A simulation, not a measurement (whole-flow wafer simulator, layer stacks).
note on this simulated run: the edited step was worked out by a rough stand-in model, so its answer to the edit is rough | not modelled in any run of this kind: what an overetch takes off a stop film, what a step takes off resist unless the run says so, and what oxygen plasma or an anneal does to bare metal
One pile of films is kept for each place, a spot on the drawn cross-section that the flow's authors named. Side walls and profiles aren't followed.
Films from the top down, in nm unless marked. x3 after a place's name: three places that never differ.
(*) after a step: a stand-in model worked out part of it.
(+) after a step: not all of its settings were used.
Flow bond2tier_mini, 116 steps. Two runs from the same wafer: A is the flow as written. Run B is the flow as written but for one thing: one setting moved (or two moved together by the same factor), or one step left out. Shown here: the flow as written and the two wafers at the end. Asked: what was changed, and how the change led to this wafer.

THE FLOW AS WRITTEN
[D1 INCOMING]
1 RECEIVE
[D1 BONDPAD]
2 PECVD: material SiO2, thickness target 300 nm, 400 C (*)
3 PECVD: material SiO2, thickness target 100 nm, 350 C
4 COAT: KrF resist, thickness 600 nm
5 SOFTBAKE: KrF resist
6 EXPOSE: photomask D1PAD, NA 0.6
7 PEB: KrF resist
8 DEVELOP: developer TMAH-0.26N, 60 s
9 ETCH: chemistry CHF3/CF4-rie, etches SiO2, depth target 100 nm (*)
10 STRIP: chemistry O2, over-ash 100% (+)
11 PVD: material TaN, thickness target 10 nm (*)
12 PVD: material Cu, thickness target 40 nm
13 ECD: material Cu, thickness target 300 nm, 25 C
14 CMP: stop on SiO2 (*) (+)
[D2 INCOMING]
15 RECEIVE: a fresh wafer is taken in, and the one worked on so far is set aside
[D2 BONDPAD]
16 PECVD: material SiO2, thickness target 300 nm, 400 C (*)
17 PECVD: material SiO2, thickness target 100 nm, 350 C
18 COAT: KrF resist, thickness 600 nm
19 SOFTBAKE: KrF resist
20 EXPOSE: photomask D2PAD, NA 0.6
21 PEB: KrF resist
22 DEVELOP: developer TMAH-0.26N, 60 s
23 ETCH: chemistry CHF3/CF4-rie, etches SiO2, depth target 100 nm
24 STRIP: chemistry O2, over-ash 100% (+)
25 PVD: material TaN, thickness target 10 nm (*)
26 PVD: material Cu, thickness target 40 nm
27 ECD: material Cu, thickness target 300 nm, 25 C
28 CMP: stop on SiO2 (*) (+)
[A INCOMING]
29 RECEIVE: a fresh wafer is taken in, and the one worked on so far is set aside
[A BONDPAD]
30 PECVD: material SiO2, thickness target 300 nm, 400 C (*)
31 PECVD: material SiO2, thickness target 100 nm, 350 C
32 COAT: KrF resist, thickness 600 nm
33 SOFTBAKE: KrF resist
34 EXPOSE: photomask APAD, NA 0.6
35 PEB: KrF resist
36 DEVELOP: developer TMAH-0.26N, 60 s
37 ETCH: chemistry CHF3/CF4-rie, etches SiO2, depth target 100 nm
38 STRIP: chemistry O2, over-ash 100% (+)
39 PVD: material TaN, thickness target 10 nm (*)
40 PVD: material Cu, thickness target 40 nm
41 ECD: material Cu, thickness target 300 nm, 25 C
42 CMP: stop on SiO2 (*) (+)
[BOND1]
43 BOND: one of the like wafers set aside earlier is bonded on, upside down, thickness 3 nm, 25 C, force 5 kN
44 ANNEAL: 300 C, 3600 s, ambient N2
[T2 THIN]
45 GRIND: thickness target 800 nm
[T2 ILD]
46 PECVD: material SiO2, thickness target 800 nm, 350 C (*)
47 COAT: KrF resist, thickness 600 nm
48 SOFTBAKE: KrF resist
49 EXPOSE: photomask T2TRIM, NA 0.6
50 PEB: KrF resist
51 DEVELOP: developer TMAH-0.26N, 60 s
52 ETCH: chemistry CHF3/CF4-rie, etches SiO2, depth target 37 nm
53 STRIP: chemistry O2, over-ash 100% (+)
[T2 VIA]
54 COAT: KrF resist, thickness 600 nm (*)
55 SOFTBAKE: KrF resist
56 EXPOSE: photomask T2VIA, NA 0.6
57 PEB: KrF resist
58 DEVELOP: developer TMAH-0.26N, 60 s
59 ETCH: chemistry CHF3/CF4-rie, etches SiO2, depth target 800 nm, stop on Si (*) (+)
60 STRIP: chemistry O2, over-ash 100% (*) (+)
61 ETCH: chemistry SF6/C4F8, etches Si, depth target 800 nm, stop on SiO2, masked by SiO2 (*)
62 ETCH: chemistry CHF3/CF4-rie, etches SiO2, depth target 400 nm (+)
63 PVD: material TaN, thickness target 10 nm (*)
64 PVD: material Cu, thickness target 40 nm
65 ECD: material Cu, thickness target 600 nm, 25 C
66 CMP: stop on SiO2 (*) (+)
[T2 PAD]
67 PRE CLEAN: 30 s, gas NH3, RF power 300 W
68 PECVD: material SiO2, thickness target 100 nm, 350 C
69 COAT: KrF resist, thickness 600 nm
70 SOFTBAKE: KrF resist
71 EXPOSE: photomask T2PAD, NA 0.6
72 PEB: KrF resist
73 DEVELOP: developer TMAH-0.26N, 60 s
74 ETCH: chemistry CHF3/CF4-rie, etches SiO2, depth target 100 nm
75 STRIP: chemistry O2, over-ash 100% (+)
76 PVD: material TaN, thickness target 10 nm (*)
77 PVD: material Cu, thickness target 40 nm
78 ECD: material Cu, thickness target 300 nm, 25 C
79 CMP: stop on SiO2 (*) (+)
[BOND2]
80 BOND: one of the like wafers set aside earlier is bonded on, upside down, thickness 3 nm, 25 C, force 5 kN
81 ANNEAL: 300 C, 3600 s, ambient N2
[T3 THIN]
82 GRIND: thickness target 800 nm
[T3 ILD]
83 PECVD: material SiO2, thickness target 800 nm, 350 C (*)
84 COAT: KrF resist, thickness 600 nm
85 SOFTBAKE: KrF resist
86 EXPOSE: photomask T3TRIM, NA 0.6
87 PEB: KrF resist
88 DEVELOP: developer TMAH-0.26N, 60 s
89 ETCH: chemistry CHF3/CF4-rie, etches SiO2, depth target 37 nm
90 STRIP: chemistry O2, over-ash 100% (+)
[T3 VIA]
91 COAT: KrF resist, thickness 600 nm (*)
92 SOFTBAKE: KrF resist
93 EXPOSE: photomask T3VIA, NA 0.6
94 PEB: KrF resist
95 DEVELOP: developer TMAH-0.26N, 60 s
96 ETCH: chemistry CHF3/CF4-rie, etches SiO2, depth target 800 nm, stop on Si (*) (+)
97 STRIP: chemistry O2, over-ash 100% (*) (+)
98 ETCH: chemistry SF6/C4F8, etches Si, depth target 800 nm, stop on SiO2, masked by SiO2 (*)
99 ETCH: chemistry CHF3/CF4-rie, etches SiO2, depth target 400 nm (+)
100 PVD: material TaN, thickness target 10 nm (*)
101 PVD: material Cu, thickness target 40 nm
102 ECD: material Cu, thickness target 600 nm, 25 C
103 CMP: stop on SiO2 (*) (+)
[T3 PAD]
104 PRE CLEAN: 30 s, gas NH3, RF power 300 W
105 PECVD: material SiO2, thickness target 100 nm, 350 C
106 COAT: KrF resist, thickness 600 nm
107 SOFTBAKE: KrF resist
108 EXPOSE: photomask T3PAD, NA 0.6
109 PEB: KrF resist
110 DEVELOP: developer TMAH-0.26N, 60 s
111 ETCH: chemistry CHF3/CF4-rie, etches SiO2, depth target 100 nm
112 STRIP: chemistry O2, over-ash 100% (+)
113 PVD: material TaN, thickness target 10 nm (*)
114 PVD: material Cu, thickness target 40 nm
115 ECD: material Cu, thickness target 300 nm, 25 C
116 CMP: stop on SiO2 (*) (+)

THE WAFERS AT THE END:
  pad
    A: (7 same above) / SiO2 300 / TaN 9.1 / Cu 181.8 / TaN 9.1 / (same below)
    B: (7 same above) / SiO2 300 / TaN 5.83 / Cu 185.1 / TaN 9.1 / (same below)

The cause: step 25, PVD: thickness target 6.4 nm was run, where the flow has thickness target 10 nm.

How the change led to this, step by step:
  25 PVD: material TaN, thickness target 10 nm (*)
      field: A TaN +10 (new film) | B TaN +6.4 (new film)
      pad: A TaN +9.1 (new film) | B TaN +5.83 (new film)
      (and at 1 more place)
  28 CMP: stop on SiO2 (*) (+)
      field: A Cu -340 (all of it), TaN -10 (all of it) | B Cu -340 (all of it), TaN -6.4 (all of it)
  80 BOND: one of the like wafers set aside earlier is bonded on, upside down, thickness 3 nm, 25 C, force 5 kN
      pad: A Si +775 um (new film), chemical SiO2 +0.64 (new film), SiO2 +300 (new film), TaN +9.1 (new film), Cu +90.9 | B Si +775 um (new film), chemical SiO2 +0.64 (new film), SiO2 +300 (new film), TaN +5.83 (new film), Cu +94.2
